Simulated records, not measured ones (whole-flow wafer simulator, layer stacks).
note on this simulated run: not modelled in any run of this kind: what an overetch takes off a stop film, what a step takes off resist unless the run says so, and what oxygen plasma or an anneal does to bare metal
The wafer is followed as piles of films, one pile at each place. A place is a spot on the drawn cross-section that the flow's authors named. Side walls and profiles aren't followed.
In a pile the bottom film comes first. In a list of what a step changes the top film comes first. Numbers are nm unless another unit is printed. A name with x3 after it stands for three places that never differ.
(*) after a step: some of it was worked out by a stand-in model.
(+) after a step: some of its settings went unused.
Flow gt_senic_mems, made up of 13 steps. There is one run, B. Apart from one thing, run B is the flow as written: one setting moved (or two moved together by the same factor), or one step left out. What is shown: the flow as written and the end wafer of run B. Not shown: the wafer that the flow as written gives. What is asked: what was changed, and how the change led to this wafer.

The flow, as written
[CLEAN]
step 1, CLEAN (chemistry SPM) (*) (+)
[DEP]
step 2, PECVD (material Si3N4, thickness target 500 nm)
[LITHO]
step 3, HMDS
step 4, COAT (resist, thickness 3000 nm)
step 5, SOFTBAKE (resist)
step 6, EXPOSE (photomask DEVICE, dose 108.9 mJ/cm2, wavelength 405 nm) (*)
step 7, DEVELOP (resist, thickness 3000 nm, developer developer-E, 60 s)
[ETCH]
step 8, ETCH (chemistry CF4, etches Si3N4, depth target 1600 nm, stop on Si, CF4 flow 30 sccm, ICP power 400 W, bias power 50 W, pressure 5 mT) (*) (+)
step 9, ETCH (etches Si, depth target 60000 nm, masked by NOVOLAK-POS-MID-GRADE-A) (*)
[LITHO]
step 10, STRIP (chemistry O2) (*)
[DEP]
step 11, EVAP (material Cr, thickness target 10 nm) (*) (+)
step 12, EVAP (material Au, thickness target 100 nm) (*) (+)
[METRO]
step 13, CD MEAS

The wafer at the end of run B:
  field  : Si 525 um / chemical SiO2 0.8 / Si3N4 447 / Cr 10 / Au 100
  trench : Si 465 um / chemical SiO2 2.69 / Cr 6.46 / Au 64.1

Cause: step 2, PECVD: thickness target 447 nm was run, whereas the flow has thickness target 500 nm.
The wafer lets one read it off: field has Si3N4 447, and step 2 as written asks for 500 nm.

How this came from the change, step by step:
  step 2, PECVD (material Si3N4, thickness target 500 nm)
      field, trench: +447 Si3N4 (new film) (in the flow as written it would be: +500 Si3N4 (new film))
  step 8, ETCH (chemistry CF4, etches Si3N4, depth target 1600 nm, stop on Si, CF4 flow 30 sccm, ICP power 400 W, bias power 50 W, pressure 5 mT) (*) (+)
      field: -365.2 resist (in the flow as written it would be: -400.5 resist)
      trench: -447 Si3N4 (all of it), -0.8 chemical SiO2 (all of it) (in the flow as written it would be: -500 Si3N4 (all of it), -0.8 chemical SiO2 (all of it))
